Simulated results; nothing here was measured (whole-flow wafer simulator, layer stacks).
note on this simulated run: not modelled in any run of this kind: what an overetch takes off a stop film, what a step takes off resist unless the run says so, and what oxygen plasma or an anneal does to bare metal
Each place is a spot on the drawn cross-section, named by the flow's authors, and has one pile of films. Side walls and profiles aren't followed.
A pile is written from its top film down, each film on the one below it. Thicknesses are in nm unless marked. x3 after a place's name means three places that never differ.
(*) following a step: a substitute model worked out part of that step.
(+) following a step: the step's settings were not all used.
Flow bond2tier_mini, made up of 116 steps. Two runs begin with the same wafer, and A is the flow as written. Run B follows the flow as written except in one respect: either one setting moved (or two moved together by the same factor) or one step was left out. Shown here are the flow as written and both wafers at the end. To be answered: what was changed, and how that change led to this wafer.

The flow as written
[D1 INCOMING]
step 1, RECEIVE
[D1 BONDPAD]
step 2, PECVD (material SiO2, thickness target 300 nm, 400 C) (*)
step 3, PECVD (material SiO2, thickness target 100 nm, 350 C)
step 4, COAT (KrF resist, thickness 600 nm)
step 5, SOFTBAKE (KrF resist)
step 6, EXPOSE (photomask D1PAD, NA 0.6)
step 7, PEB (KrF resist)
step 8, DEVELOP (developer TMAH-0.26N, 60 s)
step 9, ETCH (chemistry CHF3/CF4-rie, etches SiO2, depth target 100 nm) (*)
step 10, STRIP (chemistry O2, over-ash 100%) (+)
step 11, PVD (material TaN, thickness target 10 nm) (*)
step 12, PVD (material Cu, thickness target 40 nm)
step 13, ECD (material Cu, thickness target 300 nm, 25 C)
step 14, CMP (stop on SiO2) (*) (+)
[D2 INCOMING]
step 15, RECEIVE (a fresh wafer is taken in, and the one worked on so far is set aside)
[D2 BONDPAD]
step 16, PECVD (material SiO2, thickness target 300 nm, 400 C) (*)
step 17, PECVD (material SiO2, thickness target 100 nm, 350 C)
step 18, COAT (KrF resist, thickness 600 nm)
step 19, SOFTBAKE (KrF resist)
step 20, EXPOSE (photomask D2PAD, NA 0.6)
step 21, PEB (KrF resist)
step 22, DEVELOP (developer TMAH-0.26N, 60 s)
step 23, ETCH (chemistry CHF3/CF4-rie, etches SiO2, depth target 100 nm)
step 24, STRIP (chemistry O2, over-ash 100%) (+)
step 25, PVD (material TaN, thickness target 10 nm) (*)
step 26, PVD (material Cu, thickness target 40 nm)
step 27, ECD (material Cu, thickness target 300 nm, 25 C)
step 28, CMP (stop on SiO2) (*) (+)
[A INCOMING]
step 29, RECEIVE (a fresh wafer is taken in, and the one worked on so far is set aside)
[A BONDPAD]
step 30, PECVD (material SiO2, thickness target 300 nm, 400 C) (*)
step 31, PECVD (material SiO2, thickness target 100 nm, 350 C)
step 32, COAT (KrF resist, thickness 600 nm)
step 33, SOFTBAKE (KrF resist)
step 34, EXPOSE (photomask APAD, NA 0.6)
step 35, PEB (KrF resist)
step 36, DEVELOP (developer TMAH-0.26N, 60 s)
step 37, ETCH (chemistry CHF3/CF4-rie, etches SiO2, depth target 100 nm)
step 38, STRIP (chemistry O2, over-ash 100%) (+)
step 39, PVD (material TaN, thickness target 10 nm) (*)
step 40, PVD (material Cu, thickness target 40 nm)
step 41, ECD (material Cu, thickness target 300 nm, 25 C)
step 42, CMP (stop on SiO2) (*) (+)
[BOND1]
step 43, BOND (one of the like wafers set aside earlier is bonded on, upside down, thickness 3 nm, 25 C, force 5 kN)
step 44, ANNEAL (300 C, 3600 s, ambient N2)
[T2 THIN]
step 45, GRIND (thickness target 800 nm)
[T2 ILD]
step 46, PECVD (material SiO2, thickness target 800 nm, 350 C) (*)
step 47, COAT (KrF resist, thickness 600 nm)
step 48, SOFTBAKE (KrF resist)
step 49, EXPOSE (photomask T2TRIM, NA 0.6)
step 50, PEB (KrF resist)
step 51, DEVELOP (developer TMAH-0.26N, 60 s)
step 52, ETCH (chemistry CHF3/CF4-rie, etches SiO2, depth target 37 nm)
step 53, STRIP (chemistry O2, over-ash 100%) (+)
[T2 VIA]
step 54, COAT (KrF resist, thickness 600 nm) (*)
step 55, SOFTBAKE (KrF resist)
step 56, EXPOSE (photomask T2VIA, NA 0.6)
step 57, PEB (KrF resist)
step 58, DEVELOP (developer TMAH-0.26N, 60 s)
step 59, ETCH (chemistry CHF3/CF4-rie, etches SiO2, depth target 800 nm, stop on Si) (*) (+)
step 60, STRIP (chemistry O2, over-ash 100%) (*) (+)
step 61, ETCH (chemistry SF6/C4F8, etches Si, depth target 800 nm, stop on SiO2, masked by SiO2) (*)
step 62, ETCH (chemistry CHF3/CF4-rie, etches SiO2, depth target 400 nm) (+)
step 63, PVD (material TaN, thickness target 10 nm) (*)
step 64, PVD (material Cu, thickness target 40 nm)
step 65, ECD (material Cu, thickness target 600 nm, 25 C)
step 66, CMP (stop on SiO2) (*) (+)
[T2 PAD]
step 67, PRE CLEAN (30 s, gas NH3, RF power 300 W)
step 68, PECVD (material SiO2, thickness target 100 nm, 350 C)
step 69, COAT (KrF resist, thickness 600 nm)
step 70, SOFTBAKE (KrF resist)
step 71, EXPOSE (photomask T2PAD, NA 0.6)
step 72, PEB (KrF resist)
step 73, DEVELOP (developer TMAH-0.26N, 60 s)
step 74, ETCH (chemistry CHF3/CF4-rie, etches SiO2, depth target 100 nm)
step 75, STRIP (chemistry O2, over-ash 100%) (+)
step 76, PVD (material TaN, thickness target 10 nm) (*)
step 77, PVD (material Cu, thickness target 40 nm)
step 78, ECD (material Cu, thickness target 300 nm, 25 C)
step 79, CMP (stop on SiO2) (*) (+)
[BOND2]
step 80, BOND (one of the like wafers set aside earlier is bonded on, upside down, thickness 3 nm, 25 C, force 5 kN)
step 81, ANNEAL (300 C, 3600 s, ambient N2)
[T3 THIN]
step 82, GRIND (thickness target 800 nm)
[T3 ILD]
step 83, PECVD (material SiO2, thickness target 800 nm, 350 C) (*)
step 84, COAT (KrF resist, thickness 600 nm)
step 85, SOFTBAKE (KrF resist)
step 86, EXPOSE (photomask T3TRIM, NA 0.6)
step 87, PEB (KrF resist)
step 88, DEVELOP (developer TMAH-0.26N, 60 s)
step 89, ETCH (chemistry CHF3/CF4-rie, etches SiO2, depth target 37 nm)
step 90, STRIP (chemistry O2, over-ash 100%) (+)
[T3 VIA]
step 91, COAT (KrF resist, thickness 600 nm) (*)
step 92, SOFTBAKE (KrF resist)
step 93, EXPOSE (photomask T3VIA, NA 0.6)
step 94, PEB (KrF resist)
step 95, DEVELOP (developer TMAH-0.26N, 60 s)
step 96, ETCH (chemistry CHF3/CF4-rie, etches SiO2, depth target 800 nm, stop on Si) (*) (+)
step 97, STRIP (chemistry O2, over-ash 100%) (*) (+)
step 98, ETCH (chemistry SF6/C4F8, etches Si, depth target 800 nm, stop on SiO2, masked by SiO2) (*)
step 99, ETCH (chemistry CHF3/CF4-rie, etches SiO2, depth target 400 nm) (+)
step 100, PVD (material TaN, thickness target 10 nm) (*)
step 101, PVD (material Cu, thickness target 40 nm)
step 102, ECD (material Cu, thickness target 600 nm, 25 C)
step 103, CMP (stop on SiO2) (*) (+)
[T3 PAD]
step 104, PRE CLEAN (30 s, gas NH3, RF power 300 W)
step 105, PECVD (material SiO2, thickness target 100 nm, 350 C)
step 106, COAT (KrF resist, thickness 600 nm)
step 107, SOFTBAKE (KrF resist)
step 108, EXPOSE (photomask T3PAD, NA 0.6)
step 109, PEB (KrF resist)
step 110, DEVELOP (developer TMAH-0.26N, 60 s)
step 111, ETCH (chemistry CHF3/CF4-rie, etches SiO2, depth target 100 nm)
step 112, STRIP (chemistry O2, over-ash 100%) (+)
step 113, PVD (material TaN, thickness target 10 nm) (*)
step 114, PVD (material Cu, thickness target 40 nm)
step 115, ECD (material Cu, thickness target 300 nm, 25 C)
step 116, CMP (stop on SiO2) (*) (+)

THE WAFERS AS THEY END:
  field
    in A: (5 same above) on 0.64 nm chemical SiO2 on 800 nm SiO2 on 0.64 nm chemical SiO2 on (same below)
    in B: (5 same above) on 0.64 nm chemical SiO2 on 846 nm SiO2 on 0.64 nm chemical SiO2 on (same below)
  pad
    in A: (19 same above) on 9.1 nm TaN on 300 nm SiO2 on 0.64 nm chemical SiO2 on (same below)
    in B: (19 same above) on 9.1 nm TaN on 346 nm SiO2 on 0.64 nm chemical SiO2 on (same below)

Cause: step 31, PECVD: thickness target 146 nm was run, while the flow as written has thickness target 100 nm.

Step by step, how the change led to this:
  step 31, PECVD (material SiO2, thickness target 100 nm, 350 C)
      field, pad, via: A +100 SiO2 | B +146 SiO2
